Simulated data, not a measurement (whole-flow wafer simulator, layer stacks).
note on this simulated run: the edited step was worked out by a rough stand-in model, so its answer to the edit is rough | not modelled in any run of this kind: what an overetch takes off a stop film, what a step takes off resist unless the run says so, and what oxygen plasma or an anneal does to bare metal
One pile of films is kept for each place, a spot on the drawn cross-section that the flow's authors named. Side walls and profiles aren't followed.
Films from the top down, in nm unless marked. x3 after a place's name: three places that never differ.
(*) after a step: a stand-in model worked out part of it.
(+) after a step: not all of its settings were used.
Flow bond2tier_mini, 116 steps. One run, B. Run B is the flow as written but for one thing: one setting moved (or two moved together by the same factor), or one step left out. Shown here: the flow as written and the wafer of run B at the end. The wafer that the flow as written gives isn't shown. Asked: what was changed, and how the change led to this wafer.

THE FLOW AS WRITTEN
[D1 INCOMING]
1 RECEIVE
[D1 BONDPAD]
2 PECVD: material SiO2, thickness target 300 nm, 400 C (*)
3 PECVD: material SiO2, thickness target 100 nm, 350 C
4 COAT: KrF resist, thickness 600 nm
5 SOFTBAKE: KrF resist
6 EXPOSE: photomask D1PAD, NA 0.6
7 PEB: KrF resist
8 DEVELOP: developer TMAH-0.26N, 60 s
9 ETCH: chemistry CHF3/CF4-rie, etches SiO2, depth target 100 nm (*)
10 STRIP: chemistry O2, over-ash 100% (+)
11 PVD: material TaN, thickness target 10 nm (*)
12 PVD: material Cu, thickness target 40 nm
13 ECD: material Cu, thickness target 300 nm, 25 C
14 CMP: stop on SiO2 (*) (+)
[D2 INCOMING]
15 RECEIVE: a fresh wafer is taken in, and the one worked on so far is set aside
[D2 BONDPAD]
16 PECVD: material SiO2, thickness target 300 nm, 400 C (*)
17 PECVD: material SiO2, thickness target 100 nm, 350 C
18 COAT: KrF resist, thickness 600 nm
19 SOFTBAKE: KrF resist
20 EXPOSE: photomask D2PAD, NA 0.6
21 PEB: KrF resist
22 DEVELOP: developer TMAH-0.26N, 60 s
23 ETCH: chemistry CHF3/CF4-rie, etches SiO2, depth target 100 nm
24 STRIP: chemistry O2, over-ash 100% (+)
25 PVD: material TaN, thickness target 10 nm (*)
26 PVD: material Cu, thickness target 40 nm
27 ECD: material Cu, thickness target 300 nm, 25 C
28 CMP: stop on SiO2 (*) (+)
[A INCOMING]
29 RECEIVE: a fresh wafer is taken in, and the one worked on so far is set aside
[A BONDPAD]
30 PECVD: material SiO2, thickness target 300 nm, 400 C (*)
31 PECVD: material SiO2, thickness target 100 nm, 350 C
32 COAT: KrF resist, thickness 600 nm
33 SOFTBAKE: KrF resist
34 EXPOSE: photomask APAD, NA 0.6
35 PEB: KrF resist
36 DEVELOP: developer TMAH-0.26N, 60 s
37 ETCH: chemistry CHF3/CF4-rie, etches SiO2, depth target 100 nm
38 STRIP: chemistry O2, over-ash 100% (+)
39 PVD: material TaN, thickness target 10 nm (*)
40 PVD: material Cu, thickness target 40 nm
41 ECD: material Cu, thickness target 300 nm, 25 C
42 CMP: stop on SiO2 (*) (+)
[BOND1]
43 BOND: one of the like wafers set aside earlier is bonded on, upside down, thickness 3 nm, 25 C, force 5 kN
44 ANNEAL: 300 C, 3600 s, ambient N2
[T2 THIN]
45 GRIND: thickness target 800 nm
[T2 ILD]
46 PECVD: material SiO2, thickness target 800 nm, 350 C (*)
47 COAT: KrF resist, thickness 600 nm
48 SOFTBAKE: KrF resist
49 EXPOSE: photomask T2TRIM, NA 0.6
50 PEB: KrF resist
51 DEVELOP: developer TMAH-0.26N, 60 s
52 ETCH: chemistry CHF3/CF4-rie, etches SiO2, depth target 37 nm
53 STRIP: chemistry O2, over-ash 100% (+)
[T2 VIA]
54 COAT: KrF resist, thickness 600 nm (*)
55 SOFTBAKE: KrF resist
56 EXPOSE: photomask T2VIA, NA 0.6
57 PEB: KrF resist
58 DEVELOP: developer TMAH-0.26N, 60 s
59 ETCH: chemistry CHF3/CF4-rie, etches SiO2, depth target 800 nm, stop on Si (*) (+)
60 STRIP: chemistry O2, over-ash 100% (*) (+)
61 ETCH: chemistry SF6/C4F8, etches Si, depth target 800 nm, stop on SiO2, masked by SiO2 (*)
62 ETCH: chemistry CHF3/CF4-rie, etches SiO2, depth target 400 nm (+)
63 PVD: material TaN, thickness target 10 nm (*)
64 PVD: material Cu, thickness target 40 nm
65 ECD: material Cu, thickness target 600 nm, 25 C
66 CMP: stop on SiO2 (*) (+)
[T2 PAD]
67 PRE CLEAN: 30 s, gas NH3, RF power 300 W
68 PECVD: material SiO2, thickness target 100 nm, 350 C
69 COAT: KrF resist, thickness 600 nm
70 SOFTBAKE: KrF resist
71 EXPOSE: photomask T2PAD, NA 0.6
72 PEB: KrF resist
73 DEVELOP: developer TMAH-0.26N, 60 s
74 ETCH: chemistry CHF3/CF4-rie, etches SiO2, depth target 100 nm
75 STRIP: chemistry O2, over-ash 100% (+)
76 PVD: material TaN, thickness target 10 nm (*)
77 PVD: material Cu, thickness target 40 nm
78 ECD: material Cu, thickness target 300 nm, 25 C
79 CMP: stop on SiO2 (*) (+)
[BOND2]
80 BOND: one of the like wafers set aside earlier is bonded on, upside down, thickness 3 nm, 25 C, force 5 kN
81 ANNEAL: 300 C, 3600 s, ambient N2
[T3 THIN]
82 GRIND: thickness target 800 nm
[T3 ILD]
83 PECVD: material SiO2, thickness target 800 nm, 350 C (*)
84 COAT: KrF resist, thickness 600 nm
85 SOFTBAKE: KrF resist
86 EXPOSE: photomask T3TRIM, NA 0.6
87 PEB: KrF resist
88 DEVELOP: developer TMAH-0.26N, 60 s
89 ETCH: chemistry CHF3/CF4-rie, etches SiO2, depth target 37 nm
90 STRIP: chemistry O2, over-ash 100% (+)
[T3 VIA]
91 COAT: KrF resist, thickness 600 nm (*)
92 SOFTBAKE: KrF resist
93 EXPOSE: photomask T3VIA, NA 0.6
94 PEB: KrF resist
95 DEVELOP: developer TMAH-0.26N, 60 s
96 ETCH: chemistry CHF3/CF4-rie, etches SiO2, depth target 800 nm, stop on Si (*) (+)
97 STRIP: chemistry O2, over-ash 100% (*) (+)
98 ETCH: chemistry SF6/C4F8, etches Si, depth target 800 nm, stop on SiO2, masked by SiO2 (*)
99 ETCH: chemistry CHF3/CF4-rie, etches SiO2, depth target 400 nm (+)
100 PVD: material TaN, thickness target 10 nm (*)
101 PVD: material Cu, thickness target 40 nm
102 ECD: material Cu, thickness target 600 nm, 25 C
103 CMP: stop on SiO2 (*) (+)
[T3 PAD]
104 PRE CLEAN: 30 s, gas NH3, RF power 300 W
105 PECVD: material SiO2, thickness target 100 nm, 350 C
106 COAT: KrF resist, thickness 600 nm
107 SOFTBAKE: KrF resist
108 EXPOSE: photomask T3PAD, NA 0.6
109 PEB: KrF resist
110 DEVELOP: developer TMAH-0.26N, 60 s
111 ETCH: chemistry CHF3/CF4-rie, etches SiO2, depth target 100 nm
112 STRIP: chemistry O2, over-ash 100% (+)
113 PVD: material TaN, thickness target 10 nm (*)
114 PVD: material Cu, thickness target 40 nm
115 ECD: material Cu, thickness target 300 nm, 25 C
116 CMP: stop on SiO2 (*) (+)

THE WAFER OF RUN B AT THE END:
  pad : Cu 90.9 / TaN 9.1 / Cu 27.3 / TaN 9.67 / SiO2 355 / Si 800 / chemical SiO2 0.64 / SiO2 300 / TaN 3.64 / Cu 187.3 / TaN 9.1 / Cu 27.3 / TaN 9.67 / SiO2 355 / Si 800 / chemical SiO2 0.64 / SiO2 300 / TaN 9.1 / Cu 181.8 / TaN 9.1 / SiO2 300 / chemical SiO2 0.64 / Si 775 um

The cause: step 25, PVD: thickness target 4 nm was run, where the flow has thickness target 10 nm.

How the change led to this, step by step:
  25 PVD: material TaN, thickness target 10 nm (*)
      field: TaN +4 (new film) (as written it would be: TaN +10 (new film))
      pad: TaN +3.64 (new film) (as written it would be: TaN +9.1 (new film))
      (and at 1 more place)
  28 CMP: stop on SiO2 (*) (+)
      field: Cu -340 (all of it), TaN -4 (all of it) (as written it would be: Cu -340 (all of it), TaN -10 (all of it))
  80 BOND: one of the like wafers set aside earlier is bonded on, upside down, thickness 3 nm, 25 C, force 5 kN
      pad: Si +775 um (new film), chemical SiO2 +0.64 (new film), SiO2 +300 (new film), TaN +3.64 (new film), Cu +96.4 (as written it would be: Si +775 um (new film), chemical SiO2 +0.64 (new film), SiO2 +300 (new film), TaN +9.1 (new film), Cu +90.9)
